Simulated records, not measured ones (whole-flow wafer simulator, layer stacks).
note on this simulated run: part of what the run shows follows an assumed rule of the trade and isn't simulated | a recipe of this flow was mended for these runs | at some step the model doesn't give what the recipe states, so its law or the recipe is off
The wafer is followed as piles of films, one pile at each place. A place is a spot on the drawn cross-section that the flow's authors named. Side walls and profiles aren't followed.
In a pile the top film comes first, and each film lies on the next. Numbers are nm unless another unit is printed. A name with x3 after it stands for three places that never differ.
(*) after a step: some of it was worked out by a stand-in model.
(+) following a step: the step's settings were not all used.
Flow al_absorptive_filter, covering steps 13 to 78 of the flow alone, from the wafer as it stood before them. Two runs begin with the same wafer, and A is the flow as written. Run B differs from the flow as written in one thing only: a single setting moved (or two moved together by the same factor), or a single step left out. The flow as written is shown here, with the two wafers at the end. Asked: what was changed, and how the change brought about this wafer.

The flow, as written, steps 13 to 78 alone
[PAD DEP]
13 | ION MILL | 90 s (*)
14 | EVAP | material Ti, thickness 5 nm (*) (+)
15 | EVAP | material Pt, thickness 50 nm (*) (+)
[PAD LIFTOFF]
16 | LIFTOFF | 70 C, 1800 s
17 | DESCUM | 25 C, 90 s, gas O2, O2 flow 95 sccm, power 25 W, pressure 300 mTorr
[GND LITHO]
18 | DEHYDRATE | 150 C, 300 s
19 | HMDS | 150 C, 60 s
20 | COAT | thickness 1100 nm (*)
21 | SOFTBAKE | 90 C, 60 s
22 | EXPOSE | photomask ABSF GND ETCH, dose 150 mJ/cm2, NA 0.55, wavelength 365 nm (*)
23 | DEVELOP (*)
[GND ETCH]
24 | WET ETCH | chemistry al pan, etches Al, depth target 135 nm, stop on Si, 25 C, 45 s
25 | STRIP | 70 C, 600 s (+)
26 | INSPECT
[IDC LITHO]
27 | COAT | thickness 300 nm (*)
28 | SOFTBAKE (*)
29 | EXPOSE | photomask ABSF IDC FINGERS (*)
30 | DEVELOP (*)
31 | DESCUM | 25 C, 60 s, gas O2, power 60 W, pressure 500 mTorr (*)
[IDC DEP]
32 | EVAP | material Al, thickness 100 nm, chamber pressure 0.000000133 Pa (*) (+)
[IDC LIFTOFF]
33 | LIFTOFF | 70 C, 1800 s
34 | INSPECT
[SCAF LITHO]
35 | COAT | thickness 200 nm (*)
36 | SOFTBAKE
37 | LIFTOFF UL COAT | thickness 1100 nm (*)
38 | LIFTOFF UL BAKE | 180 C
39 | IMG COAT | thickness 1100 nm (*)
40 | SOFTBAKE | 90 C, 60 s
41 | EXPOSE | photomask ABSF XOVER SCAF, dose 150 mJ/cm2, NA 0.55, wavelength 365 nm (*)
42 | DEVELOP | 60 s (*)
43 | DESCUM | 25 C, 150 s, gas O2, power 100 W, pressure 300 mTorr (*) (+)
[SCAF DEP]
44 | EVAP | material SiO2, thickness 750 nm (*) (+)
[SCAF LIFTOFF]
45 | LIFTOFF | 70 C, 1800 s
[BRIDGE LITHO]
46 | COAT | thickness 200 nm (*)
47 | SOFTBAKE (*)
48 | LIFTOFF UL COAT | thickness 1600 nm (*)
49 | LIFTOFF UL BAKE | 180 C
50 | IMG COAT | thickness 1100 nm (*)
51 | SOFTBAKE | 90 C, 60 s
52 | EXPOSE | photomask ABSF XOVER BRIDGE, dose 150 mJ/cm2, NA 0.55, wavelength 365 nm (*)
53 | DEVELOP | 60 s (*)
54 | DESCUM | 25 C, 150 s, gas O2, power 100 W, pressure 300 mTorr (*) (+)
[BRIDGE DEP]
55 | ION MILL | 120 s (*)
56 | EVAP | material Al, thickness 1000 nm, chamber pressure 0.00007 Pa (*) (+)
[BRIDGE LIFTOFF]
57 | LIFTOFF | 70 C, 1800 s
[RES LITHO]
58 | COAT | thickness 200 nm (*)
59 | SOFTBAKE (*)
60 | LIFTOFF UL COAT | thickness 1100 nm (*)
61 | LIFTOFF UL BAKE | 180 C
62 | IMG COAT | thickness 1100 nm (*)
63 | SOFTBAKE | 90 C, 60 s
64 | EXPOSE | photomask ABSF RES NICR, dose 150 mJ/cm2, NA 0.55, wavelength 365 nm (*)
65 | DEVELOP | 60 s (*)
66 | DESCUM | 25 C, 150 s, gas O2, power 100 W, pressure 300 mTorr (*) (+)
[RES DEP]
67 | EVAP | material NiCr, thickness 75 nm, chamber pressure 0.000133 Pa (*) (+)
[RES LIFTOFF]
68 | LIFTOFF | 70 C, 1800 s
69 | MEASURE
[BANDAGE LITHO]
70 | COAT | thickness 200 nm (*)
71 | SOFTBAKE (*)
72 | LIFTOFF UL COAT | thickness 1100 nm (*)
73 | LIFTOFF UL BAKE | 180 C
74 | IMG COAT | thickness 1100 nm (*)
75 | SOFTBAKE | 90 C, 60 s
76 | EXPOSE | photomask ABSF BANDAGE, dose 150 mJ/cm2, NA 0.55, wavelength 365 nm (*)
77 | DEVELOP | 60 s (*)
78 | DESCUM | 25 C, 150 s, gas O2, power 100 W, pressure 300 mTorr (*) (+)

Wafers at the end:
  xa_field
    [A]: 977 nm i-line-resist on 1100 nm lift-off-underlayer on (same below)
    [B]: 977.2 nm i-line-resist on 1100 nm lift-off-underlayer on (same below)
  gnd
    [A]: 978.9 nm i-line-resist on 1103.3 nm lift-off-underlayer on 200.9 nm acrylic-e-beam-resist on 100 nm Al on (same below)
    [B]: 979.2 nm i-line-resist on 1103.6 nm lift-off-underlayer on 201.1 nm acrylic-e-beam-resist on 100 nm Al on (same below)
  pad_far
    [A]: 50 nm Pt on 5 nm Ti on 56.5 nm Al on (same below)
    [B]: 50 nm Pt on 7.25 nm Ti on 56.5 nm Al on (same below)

Cause: step 14, EVAP: thickness 7.25 nm was run, though the flow has thickness 5 nm.
The wafer lets one read it off: pad_far has Ti 7.25, and step 14 as written asks for 5 nm.

Step by step, how the change led to this:
  14 | EVAP | material Ti, thickness 5 nm (*) (+)
      gnd, pad_far, pad_near and 11 more: A +5 Ti (new film) | B +7.25 Ti (new film)
  16 | LIFTOFF | 70 C, 1800 s
      gnd, ledge, res and 9 more: A -50 Pt (all of it), -5 Ti (all of it), -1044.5 i-line-resist (all of it), -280 lift-off-underlayer (all of it) | B -50 Pt (all of it), -7.25 Ti (all of it), -1044.5 i-line-resist (all of it), -280 lift-off-underlayer (all of it)
